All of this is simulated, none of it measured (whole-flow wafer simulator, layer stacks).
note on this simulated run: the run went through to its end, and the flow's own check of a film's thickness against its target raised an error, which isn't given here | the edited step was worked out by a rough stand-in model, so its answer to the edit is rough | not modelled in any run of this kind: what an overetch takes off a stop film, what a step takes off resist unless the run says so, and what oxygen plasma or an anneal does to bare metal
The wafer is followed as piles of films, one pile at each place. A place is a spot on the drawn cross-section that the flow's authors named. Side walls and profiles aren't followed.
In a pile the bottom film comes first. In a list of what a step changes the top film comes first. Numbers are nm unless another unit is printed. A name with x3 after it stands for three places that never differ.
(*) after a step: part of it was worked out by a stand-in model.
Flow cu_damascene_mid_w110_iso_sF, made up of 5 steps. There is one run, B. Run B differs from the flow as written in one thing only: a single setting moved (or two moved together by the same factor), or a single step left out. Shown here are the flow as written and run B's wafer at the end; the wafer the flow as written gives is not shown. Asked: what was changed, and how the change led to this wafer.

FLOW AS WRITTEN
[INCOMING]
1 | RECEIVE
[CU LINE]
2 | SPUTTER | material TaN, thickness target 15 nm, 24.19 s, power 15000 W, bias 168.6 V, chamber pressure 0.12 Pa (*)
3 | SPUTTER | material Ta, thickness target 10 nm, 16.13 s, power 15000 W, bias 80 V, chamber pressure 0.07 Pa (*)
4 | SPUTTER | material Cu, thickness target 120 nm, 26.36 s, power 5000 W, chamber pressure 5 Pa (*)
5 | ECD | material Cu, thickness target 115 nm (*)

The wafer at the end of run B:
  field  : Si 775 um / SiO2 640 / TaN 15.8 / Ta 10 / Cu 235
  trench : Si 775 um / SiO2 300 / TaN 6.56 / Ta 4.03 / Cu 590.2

Cause: step 2, SPUTTER: thickness target 15.8 nm was run, while the flow as written has thickness target 15 nm; step 2, SPUTTER: 25.4 s was run, where the flow has 24.19 s.
One can read it off the wafer: field has TaN 15.8, and step 2 as written asks for 15 nm.

Step by step, how the change led to this:
  2 | SPUTTER | material TaN, thickness target 15 nm, 24.19 s, power 15000 W, bias 168.6 V, chamber pressure 0.12 Pa (*)
      field: TaN gains 15.8 (new film) (in the flow as written it would be: TaN gains 15 (new film))
